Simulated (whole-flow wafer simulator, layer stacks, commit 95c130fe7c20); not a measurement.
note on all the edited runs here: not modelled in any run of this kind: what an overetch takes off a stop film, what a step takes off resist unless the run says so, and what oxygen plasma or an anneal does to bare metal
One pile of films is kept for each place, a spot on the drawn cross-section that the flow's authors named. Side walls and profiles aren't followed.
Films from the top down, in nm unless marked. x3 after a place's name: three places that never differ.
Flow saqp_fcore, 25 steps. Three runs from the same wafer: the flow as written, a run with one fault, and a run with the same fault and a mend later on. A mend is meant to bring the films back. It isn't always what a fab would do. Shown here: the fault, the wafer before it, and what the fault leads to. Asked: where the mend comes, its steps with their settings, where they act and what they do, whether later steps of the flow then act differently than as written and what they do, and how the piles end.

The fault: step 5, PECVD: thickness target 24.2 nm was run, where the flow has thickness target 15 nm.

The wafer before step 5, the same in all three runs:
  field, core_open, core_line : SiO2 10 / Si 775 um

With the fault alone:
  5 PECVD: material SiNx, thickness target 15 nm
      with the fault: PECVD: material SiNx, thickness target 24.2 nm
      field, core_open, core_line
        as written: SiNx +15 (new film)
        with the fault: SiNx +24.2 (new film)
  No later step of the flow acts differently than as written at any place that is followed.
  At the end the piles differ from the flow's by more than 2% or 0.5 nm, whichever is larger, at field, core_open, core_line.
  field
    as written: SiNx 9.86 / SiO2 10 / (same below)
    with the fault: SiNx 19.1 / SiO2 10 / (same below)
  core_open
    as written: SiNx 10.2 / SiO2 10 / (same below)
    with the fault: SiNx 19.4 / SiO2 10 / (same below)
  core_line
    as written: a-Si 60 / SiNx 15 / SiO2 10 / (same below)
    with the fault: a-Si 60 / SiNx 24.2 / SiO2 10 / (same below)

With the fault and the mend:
  The mend comes after step 5.
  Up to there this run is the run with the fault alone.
  5a ETCH: chemistry h3po4, depth target 9.2 nm
      field, core_open, core_line
        SiNx -9.2
  No later step of the flow acts differently than as written at any place that is followed.
  At the end the piles are the same as the flow's at every place that both follow.
